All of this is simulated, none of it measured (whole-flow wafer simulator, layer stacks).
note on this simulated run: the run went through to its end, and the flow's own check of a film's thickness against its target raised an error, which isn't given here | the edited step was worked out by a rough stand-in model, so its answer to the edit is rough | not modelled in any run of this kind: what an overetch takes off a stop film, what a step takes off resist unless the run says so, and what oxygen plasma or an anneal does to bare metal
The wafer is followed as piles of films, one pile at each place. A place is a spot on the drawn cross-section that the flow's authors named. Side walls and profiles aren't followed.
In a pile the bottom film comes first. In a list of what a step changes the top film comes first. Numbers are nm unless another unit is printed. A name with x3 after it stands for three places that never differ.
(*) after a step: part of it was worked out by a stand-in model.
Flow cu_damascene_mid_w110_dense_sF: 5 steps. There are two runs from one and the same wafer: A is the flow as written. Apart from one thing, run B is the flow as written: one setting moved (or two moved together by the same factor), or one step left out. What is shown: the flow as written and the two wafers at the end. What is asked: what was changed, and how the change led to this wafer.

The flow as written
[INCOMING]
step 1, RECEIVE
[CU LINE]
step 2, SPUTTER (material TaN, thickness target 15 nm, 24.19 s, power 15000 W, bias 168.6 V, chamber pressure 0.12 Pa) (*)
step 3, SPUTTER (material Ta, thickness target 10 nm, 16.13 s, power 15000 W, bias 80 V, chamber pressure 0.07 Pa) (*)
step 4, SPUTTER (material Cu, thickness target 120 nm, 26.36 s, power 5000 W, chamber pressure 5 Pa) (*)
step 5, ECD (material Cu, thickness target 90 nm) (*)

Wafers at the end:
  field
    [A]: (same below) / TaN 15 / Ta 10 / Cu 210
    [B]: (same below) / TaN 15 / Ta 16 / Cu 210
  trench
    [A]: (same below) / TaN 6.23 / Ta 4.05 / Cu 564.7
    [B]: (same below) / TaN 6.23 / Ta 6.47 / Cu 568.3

Cause: step 3, SPUTTER: 25.81 s was run, though the flow has 16.13 s.

Step by step, how the change led to this:
  step 3, SPUTTER (material Ta, thickness target 10 nm, 16.13 s, power 15000 W, bias 80 V, chamber pressure 0.07 Pa) (*)
      field: A Ta gains 10 (new film) | B Ta gains 16 (new film)
      trench: A Ta gains 4.05 (new film) | B Ta gains 6.47 (new film)
